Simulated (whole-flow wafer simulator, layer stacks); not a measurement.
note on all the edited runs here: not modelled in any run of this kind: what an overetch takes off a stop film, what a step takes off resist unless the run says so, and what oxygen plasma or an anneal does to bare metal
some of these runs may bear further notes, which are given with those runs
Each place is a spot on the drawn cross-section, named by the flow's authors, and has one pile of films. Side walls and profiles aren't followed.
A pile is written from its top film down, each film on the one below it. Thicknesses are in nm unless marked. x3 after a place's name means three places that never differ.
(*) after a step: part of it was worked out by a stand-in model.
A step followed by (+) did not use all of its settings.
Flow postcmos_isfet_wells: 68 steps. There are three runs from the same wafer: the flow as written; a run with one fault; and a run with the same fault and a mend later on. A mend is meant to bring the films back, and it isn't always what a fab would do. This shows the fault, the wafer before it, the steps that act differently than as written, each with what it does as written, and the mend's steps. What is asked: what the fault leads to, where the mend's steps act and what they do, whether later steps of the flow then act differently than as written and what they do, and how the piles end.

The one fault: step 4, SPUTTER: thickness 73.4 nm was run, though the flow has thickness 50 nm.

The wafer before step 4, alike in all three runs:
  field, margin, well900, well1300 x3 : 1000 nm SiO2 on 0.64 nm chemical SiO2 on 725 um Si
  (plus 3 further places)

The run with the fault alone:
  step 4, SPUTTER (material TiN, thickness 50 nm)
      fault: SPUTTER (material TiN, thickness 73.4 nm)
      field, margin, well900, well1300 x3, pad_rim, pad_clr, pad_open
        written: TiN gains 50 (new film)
        fault: TiN gains 73.4 (new film)
  Steps later in the flow that act otherwise than as written (not shown: 1 more step that differs only slightly, by at most 2% or 0.5 nm, whichever is larger):
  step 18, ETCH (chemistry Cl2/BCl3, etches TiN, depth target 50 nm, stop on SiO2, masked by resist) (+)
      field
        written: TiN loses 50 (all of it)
        fault: TiN loses 50
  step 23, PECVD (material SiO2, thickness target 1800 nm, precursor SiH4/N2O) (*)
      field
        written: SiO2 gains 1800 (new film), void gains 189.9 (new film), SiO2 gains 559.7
        fault: SiO2 gains 1800 (new film), void gains 190.2 (new film), SiO2 gains 559.8 (new film)
  By the end, the piles at field, margin, well900, well1300 x3, pad_rim, pad_clr, pad_open depart from the flow's by more than 2% or 0.5 nm, whichever is larger.
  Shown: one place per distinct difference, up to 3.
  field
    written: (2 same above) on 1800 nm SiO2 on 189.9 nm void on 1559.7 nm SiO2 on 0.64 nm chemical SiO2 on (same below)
    fault: (2 same above) on 1800 nm SiO2 on 190.2 nm void on 559.8 nm SiO2 on 23 nm TiN on 1000 nm SiO2 on 0.64 nm chemical SiO2 on (same below)
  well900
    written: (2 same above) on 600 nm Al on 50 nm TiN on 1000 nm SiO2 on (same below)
    fault: (2 same above) on 600 nm Al on 73.4 nm TiN on 1000 nm SiO2 on (same below)
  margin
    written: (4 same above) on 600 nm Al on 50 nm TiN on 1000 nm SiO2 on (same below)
    fault: (4 same above) on 600 nm Al on 73.4 nm TiN on 1000 nm SiO2 on (same below)

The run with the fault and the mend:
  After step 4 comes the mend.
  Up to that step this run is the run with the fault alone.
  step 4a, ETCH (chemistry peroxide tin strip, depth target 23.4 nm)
      field, margin, well900, well1300 x3, pad_rim, pad_clr, pad_open
        TiN loses 23.4
  Every later step of the flow that is run acts as written at every place that is followed.
  By the end, the piles equal the flow's at every place that both follow.
